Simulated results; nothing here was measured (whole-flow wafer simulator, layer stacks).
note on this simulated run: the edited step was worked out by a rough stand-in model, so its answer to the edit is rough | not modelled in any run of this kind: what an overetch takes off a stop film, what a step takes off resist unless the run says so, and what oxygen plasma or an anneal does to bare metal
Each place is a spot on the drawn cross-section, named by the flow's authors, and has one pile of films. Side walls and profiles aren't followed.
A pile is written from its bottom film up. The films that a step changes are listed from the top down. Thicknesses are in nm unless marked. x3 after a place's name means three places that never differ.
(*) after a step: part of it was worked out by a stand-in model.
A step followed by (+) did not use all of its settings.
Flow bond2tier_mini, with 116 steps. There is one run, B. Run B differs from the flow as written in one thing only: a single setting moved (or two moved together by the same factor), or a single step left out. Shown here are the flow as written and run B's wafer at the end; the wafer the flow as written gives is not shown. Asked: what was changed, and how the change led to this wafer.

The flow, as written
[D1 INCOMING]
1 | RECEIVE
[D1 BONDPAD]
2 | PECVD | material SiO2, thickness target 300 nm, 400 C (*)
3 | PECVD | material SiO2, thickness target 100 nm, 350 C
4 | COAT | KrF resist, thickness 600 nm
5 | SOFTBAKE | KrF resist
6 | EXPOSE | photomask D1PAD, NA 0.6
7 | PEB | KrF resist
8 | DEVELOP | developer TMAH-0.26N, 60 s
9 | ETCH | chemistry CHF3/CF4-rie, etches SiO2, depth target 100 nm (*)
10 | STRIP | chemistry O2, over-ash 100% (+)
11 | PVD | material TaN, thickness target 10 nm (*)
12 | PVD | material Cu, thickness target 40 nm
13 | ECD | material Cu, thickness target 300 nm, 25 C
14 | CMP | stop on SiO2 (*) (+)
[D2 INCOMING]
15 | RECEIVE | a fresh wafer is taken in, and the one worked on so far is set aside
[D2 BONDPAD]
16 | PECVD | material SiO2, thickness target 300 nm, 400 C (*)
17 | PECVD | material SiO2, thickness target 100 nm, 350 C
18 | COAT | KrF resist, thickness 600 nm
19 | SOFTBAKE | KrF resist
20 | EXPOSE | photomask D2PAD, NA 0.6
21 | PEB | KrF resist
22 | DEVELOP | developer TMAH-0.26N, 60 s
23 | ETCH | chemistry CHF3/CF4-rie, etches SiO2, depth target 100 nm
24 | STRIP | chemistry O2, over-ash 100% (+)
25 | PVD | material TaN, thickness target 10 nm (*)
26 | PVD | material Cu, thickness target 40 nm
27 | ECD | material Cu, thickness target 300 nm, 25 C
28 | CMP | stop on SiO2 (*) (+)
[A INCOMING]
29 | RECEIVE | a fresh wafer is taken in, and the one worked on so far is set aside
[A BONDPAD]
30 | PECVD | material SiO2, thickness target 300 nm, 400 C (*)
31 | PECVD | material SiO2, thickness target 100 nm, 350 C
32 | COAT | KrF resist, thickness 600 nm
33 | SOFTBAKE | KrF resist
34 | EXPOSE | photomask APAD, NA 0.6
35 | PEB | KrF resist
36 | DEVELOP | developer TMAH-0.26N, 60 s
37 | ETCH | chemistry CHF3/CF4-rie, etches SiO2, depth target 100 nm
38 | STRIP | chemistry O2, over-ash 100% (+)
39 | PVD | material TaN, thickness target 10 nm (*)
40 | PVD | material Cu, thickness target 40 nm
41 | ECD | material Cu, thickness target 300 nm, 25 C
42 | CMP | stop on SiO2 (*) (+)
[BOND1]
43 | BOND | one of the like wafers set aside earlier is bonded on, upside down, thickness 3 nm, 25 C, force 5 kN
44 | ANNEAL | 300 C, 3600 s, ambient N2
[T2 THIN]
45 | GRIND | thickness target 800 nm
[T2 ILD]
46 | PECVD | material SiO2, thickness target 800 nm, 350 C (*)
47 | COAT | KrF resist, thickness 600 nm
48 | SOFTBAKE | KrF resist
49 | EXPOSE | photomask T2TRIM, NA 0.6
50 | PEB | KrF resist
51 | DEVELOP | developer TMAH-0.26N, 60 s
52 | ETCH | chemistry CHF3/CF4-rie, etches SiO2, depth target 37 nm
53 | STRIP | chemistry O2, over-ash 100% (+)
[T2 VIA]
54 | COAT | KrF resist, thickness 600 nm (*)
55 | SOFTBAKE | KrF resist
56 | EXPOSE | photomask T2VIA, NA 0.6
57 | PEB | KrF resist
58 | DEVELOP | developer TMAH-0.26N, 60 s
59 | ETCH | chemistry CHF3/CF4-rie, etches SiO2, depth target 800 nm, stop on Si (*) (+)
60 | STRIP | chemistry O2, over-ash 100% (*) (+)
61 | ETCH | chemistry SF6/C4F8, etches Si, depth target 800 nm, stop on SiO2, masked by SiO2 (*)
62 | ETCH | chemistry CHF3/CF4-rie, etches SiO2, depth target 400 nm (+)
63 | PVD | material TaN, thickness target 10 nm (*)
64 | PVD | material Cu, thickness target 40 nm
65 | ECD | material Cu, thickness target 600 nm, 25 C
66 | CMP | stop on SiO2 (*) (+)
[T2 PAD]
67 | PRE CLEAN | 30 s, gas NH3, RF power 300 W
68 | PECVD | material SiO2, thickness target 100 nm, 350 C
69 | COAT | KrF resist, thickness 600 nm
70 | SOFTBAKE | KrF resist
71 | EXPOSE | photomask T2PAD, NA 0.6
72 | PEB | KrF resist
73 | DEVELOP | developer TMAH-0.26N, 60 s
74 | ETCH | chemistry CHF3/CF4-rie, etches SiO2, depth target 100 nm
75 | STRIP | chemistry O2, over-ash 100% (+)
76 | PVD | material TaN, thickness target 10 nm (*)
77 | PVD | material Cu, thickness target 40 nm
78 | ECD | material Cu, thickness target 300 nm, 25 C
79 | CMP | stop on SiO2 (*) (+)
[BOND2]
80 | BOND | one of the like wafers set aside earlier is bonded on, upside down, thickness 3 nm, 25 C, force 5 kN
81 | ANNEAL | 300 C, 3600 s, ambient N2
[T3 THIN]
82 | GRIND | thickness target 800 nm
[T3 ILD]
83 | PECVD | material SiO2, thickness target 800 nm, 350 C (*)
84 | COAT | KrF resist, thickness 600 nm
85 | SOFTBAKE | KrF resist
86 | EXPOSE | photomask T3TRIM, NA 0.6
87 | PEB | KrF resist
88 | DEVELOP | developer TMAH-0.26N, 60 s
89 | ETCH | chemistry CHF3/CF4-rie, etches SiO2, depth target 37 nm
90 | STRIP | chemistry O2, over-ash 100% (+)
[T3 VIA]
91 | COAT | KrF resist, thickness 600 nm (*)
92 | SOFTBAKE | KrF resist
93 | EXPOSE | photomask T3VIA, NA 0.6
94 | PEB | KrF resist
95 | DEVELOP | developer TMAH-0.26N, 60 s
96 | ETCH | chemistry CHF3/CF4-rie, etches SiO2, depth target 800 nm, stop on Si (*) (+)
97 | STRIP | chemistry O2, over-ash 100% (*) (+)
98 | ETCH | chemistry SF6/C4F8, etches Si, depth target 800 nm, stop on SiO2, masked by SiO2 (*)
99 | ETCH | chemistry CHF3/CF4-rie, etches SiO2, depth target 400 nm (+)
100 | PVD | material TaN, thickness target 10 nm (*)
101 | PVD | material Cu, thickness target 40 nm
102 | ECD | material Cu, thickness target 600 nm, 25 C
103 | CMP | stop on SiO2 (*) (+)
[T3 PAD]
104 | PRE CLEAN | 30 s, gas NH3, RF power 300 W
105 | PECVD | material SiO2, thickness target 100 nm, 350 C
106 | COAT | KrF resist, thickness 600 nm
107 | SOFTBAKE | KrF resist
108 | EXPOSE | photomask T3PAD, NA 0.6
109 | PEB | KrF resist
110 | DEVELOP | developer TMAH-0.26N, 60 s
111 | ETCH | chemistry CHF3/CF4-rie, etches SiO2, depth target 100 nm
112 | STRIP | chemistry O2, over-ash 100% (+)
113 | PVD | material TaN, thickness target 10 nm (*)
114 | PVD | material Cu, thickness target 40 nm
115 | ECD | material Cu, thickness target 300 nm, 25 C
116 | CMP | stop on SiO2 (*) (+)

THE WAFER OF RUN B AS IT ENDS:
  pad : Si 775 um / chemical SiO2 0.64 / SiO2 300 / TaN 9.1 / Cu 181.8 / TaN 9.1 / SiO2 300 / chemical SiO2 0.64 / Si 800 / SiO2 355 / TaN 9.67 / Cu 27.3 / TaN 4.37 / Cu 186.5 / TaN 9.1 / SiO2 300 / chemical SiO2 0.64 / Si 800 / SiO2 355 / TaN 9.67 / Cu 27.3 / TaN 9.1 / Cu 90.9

The reason: step 76, PVD: thickness target 4.8 nm was run, though the flow has thickness target 10 nm.

How this came from the change, step by step:
  76 | PVD | material TaN, thickness target 10 nm (*)
      field: TaN gains 4.8 (new film) (as written it would have been: TaN gains 10 (new film))
      pad: TaN gains 4.37 (new film) (as written it would have been: TaN gains 9.1 (new film))
  79 | CMP | stop on SiO2 (*) (+)
      field: Cu loses 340 (all of it), TaN loses 4.8 (all of it) (as written it would have been: Cu loses 340 (all of it), TaN loses 10 (all of it))
